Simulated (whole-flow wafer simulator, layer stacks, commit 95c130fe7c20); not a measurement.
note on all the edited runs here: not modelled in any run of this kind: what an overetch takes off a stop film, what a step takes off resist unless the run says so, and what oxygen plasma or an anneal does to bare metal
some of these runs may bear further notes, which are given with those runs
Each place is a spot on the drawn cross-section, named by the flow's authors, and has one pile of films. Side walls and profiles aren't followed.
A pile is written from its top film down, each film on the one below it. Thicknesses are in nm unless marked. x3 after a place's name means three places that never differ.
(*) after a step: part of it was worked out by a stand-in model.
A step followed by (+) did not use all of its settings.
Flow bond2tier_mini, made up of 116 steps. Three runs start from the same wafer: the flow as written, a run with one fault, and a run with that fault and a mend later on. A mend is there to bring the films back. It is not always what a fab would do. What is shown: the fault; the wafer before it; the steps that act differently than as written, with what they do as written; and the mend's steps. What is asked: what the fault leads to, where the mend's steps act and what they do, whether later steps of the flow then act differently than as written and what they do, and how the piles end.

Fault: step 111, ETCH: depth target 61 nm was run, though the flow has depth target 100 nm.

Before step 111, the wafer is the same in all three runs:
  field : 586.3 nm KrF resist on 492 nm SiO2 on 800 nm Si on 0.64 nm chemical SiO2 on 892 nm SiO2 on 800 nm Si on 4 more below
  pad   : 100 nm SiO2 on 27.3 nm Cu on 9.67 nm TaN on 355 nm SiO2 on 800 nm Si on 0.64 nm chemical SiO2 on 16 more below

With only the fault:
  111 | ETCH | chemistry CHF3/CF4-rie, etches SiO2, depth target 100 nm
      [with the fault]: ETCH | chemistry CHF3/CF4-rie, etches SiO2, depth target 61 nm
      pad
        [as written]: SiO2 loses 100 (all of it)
        [with the fault]: SiO2 loses 61
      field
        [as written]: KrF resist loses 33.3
        [with the fault]: KrF resist loses 20.3
  Steps further on in the flow that do not act as written (not shown: 1 more step that differs only slightly, by at most 2% or 0.5 nm, whichever is larger):
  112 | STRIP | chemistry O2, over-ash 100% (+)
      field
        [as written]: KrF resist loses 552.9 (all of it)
        [with the fault]: KrF resist loses 565.9 (all of it)
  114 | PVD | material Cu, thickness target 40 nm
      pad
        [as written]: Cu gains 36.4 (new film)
        [with the fault]: Cu gains 37.8 (new film)
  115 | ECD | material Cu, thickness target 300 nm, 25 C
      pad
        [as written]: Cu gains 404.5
        [with the fault]: Cu gains 363.8
  The piles end different from the flow's at pad by more than 2% or 0.5 nm, whichever is larger.
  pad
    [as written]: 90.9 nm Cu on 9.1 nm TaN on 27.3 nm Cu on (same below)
    [with the fault]: 51.6 nm Cu on 9.45 nm TaN on 39 nm SiO2 on 27.3 nm Cu on (same below)

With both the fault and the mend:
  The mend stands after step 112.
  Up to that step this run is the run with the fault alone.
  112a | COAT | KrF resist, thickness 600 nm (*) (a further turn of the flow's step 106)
      field
        KrF resist gains 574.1 (new film)
      pad
        KrF resist gains 627 (new film)
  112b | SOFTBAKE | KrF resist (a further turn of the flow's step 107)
      does not change any film at any place that is followed
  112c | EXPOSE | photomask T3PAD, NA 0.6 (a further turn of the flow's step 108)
      does not change any film at any place that is followed
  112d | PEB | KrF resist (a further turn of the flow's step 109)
      does not change any film at any place that is followed
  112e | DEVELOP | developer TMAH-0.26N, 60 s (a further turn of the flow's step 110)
      field
        KrF resist loses 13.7
      pad
        KrF resist loses 627 (all of it)
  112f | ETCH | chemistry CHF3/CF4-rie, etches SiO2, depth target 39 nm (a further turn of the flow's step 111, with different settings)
      field
        KrF resist loses 13
      pad
        SiO2 loses 39 (all of it)
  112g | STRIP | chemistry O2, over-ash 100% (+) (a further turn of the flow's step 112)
      field
        KrF resist loses 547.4 (all of it)
  Later steps of the flow that are run all act as written at every place that is followed.
  At every place that both follow, the piles at the end match the flow's.
